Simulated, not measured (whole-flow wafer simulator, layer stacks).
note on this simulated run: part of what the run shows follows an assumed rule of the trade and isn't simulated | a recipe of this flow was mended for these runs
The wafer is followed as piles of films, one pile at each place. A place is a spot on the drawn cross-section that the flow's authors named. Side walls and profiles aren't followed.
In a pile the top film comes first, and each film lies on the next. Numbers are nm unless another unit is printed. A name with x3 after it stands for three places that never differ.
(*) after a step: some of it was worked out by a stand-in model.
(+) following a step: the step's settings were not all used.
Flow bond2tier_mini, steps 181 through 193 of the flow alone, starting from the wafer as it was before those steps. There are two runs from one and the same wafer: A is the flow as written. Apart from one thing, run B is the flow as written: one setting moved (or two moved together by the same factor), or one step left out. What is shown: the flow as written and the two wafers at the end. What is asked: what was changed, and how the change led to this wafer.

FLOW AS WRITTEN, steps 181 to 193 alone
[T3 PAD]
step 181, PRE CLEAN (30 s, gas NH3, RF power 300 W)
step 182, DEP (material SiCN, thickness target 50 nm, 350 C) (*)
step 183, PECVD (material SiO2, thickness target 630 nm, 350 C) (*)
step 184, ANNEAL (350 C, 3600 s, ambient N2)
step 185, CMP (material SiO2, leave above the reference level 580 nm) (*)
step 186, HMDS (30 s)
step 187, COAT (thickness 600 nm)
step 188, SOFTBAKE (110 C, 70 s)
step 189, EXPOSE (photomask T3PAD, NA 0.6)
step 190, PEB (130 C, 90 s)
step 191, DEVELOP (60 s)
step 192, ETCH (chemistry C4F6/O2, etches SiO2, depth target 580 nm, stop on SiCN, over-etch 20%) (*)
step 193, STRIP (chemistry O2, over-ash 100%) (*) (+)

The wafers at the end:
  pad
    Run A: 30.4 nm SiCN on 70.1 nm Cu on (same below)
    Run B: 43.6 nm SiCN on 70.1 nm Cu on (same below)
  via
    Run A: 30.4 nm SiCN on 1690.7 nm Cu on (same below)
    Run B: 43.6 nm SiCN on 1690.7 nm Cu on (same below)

What caused this: step 192, ETCH: depth target 514.9 nm was run, whereas the flow has depth target 580 nm.

Step by step, how the change led to this:
  step 192, ETCH (chemistry C4F6/O2, etches SiO2, depth target 580 nm, stop on SiCN, over-etch 20%) (*)
      pad, via: A -580 SiO2 (all of it), -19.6 SiCN | B -580 SiO2 (all of it), -6.39 SiCN
      field: A -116 thick-KrF-resist | B -103 thick-KrF-resist
  step 193, STRIP (chemistry O2, over-ash 100%) (*) (+)
      field: A -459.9 thick-KrF-resist (all of it) | B -473 thick-KrF-resist (all of it)
